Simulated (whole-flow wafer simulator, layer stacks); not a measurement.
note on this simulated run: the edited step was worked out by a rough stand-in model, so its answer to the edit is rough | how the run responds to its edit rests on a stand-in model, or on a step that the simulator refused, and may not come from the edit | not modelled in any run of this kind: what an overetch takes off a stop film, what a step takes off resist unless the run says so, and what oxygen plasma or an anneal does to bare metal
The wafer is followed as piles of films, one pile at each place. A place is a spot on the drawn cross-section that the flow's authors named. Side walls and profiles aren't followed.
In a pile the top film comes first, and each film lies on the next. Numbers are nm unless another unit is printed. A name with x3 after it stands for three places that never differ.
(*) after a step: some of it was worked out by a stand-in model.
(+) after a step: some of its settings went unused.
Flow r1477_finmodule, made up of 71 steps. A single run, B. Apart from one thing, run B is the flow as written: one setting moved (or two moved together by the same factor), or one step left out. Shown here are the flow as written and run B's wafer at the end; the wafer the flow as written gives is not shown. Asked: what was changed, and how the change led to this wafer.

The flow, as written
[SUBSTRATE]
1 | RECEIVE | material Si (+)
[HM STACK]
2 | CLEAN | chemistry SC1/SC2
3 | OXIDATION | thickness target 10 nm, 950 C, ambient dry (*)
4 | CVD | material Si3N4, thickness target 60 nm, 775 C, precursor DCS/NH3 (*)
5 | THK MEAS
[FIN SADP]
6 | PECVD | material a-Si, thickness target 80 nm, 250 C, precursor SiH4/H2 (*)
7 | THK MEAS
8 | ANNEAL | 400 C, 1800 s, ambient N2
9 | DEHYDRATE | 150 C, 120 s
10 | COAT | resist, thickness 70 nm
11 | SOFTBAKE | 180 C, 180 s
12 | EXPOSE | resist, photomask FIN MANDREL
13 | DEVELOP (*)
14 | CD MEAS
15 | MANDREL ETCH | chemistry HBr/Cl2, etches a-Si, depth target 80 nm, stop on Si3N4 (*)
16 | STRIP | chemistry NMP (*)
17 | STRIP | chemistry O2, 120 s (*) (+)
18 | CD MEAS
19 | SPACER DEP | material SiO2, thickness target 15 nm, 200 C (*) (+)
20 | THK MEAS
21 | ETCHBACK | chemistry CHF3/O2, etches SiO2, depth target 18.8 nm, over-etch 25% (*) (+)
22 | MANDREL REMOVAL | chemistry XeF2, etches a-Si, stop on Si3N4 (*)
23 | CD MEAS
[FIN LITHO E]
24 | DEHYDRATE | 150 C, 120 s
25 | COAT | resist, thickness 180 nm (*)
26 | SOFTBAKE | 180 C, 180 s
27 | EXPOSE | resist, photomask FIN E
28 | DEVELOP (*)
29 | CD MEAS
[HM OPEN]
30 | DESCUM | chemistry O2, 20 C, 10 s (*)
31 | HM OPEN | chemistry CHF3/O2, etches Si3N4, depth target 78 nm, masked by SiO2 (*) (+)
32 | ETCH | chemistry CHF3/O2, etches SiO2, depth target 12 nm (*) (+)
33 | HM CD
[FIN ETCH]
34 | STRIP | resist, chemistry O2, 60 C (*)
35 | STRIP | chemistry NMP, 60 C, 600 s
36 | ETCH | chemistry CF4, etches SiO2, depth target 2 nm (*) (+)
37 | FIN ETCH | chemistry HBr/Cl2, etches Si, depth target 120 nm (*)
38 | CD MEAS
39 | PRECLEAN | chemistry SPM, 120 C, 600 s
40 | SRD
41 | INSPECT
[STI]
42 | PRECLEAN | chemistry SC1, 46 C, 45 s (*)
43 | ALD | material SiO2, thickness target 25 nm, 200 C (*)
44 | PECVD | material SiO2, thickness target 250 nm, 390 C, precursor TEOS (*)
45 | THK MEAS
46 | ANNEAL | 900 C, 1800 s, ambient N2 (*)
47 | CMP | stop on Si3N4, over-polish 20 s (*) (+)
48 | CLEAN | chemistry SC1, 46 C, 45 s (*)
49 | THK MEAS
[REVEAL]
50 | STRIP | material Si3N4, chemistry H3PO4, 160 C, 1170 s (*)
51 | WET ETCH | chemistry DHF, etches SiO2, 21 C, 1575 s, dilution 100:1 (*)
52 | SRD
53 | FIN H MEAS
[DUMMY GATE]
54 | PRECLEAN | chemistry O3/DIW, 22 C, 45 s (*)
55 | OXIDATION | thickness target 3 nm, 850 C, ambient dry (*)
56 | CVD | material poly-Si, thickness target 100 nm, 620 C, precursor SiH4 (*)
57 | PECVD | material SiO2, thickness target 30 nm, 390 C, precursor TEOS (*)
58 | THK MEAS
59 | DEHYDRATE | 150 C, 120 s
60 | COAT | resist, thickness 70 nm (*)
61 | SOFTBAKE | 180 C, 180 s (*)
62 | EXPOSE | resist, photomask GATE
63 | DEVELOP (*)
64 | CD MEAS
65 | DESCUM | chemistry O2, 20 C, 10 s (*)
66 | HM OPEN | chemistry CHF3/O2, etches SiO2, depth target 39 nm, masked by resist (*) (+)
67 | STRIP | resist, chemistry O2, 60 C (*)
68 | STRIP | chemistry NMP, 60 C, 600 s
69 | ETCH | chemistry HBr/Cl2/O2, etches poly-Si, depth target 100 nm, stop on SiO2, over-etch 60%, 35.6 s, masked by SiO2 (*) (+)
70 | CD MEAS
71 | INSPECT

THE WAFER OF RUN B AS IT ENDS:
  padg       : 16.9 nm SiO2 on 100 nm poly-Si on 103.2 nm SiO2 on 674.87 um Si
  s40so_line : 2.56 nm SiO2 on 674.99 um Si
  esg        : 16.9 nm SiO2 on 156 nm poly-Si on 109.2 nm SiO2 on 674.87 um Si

What caused this: step 57, PECVD: thickness target 22.2 nm was run, whereas the flow has thickness target 30 nm.

How this came from the change, step by step:
  57 | PECVD | material SiO2, thickness target 30 nm, 390 C, precursor TEOS (*)
      pad, padg, elg and 33 more: SiO2 gains 22.2 (new film) (as written it would have been: SiO2 gains 30 (new film))
  66 | HM OPEN | chemistry CHF3/O2, etches SiO2, depth target 39 nm, masked by resist (*) (+)
      pad, elo, eso and 15 more: SiO2 loses 22.2 (all of it), poly-Si loses 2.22 (as written it would have been: SiO2 loses 30 (all of it), poly-Si loses 1.8)
      padg, elg, esg and 15 more: resist loses 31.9 (as written it would have been: resist loses 37.4)
  67 | STRIP | resist, chemistry O2, 60 C (*)
      padg, elg, esg: resist loses 21.4 (all of it) (as written it would have been: resist loses 15.9 (all of it))
      e40lg, e100lg, e200lg: resist loses 18.2 (all of it) (as written it would have been: resist loses 12.8 (all of it))
      (and at 12 other places as well)
